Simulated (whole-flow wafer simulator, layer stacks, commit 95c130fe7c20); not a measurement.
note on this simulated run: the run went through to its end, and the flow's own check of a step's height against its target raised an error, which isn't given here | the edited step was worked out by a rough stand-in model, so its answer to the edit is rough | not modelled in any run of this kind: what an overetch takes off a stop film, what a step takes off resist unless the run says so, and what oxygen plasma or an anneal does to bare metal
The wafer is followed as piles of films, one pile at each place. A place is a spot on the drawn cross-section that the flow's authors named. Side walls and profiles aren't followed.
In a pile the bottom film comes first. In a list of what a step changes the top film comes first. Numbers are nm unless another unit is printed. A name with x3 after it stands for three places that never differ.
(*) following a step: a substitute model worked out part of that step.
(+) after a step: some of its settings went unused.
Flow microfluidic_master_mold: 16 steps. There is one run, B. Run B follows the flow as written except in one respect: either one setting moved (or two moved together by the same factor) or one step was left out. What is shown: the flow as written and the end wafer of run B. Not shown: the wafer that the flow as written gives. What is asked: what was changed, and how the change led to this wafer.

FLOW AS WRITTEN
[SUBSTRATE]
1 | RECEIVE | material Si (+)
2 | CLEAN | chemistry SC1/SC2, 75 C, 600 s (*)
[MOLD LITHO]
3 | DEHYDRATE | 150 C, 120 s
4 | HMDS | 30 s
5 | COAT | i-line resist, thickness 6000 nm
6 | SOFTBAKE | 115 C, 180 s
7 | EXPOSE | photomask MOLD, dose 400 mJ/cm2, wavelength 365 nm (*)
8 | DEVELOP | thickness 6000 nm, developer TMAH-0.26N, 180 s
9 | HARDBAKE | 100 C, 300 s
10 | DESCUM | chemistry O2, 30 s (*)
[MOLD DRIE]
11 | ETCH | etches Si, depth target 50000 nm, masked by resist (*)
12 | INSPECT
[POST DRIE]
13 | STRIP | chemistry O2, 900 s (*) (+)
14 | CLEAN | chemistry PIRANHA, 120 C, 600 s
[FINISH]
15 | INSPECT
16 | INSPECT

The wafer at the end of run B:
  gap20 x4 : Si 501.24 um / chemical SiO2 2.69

Cause: step 11, ETCH: depth target 23750 nm was run, whereas the flow has depth target 50000 nm.

How this came from the change, step by step:
  11 | ETCH | etches Si, depth target 50000 nm, masked by resist (*)
      gap20 x4: -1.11 chemical SiO2 (all of it), -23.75 um Si (as written it would have been: -1.11 chemical SiO2 (all of it), -50 um Si)
      ridge: -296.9 i-line resist (as written it would have been: -625 i-line resist)
  13 | STRIP | chemistry O2, 900 s (*) (+)
      ridge: -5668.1 i-line resist (all of it), +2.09 chemical SiO2, -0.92 Si (as written it would have been: -5339.9 i-line resist (all of it), +2.09 chemical SiO2, -0.92 Si)
